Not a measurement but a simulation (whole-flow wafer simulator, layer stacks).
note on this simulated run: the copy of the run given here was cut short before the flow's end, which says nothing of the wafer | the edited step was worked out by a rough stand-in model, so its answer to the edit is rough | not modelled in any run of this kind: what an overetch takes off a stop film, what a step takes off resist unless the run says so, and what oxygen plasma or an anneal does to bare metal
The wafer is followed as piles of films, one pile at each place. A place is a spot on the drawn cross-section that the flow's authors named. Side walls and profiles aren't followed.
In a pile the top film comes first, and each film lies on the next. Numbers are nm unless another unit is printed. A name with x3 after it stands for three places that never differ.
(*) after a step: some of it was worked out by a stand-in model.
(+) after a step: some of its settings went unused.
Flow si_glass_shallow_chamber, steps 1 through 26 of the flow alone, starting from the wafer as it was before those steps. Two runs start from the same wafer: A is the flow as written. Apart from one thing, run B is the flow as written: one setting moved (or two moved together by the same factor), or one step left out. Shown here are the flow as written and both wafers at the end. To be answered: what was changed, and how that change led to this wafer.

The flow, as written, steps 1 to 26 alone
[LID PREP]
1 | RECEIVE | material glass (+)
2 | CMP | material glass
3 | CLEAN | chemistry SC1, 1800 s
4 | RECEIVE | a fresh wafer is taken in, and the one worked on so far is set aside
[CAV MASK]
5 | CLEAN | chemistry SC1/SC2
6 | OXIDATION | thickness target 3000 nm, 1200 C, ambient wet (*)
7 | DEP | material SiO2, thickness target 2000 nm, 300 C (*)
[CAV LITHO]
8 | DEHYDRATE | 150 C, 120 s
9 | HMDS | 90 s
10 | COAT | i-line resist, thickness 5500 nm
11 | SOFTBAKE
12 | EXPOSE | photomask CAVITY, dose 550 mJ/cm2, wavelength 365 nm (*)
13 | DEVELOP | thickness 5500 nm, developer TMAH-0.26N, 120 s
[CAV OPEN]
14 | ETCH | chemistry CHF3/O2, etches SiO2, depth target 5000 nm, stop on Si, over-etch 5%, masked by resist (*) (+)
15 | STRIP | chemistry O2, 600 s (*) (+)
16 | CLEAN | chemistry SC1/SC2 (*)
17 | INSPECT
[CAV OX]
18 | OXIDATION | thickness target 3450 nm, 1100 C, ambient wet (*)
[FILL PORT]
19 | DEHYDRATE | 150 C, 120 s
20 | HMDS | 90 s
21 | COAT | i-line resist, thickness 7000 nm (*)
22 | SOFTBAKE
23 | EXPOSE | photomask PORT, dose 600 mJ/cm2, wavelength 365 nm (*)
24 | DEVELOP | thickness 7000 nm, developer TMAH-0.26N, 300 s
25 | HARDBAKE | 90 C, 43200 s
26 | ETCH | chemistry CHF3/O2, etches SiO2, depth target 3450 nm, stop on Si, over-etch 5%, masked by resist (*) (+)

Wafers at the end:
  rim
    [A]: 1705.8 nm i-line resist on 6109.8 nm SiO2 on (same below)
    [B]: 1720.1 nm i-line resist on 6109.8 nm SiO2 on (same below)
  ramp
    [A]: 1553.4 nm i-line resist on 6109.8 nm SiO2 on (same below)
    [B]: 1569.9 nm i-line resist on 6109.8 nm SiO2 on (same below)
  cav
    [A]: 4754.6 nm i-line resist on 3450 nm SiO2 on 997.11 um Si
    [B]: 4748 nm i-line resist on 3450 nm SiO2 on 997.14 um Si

The reason: step 14, ETCH: over-etch 2.13% was run, whereas the flow has over-etch 5%.

Step by step, how the change led to this:
  14 | ETCH | chemistry CHF3/O2, etches SiO2, depth target 5000 nm, stop on Si, over-etch 5%, masked by resist (*) (+)
      rim, ramp, septum, ring: A i-line resist loses 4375 | B i-line resist loses 4255.4
      cav, port: A SiO2 loses 5000 (all of it), Si loses 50 | B SiO2 loses 5000 (all of it), Si loses 21.3
  15 | STRIP | chemistry O2, 600 s (*) (+)
      rim, ramp, septum, ring: A i-line resist loses 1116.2 (all of it) | B i-line resist loses 1235.7 (all of it)
